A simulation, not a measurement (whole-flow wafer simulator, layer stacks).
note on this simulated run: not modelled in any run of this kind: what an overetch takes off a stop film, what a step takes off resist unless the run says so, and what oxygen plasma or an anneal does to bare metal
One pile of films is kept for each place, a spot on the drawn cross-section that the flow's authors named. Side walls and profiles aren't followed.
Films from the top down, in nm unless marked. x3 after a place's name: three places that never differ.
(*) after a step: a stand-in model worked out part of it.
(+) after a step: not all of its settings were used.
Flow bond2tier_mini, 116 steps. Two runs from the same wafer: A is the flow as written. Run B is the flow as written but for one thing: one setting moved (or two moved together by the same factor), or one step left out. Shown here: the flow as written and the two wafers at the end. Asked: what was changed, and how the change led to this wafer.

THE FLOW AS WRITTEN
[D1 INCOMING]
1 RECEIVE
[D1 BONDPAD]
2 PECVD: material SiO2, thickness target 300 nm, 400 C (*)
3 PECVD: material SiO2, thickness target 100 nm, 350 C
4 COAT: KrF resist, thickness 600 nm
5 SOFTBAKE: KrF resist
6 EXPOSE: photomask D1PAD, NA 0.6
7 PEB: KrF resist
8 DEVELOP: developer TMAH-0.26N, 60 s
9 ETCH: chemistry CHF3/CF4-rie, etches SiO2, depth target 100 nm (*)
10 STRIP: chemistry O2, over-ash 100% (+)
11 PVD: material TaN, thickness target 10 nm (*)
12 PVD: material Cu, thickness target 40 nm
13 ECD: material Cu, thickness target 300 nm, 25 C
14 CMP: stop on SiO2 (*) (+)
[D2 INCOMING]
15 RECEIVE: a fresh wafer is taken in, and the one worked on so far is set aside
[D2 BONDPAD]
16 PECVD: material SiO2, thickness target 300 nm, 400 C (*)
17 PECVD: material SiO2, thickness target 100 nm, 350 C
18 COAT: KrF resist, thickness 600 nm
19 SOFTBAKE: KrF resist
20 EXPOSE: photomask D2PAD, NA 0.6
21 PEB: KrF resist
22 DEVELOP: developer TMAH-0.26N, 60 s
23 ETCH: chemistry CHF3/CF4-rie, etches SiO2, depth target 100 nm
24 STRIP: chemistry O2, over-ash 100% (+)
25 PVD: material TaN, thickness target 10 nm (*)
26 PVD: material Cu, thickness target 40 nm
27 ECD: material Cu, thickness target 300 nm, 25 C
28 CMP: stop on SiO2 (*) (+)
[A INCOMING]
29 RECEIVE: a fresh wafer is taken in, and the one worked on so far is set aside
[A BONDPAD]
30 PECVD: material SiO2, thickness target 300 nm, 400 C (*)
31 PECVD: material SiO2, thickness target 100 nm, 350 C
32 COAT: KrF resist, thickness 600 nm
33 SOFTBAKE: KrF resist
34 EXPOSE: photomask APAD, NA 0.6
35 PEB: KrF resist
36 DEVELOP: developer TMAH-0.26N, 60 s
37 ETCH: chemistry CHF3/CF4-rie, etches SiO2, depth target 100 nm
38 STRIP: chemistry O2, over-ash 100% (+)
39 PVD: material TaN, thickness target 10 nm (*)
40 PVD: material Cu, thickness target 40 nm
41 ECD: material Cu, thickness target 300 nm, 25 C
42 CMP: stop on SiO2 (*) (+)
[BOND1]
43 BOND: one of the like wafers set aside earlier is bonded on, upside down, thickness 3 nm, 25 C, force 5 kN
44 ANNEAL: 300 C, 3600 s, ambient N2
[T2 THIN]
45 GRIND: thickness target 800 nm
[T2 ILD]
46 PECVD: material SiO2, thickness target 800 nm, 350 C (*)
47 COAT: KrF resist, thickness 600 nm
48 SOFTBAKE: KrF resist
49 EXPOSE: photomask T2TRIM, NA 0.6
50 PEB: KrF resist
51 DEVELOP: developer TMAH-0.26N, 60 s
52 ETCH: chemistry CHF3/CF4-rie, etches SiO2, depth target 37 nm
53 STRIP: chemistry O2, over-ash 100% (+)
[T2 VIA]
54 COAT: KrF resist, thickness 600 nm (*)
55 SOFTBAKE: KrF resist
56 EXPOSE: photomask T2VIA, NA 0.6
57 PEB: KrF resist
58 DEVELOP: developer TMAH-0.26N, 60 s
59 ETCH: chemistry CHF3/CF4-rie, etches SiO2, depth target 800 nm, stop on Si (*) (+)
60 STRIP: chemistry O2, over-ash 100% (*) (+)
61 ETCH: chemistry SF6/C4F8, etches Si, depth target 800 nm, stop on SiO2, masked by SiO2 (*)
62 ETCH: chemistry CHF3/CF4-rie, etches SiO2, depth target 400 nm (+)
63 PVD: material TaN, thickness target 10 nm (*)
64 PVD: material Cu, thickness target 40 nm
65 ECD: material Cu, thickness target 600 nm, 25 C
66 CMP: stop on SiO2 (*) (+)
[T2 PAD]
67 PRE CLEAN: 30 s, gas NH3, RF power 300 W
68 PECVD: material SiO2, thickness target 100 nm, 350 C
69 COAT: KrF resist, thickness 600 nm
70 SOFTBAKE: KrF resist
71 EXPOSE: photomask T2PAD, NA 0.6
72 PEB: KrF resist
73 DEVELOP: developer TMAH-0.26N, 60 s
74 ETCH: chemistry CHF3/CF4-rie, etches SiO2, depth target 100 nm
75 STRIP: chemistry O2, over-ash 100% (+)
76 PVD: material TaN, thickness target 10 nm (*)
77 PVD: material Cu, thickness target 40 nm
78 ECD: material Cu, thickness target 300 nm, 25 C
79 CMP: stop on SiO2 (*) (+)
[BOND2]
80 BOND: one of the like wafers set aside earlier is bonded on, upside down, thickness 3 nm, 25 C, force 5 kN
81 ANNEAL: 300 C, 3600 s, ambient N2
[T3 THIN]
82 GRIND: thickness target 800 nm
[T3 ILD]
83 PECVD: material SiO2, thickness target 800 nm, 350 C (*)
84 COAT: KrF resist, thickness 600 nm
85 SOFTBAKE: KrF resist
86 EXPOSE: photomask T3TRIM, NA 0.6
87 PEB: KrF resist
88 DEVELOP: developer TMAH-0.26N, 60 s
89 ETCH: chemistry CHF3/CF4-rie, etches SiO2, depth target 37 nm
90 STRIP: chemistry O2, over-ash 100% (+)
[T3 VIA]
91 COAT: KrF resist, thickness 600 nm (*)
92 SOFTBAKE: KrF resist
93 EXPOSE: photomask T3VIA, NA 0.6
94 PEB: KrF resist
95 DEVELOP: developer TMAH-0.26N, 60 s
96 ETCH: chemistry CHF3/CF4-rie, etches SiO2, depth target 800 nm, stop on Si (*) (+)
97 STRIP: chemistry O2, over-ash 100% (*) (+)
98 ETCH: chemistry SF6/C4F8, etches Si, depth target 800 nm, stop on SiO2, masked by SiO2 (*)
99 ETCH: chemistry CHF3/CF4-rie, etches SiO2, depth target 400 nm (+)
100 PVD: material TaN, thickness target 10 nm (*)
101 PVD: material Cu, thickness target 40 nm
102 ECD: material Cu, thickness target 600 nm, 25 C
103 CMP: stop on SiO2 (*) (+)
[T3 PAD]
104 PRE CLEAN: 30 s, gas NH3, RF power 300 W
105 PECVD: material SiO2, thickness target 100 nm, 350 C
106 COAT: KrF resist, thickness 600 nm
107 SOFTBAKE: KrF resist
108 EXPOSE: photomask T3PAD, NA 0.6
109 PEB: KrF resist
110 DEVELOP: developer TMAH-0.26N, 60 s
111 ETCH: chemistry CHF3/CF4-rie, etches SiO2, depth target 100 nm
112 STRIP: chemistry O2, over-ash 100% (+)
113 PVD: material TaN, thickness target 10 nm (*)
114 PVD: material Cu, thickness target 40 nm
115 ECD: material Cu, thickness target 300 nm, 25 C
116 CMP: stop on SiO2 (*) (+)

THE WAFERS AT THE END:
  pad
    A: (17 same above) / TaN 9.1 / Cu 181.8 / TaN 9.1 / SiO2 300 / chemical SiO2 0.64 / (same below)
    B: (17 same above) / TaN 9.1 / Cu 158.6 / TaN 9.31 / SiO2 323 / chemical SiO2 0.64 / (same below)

The cause: step 37, ETCH: depth target 77 nm was run, where the flow has depth target 100 nm.

How the change led to this, step by step:
  37 ETCH: chemistry CHF3/CF4-rie, etches SiO2, depth target 100 nm
      pad, via: A SiO2 -100 | B SiO2 -77
      field: A KrF resist -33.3 | B KrF resist -25.7
  40 PVD: material Cu, thickness target 40 nm
      pad: A Cu +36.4 (new film) | B Cu +37.2 (new film)
  41 ECD: material Cu, thickness target 300 nm, 25 C
      pad: A Cu +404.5 | B Cu +380.5
      via: A Cu +400.2 | B Cu +377.1
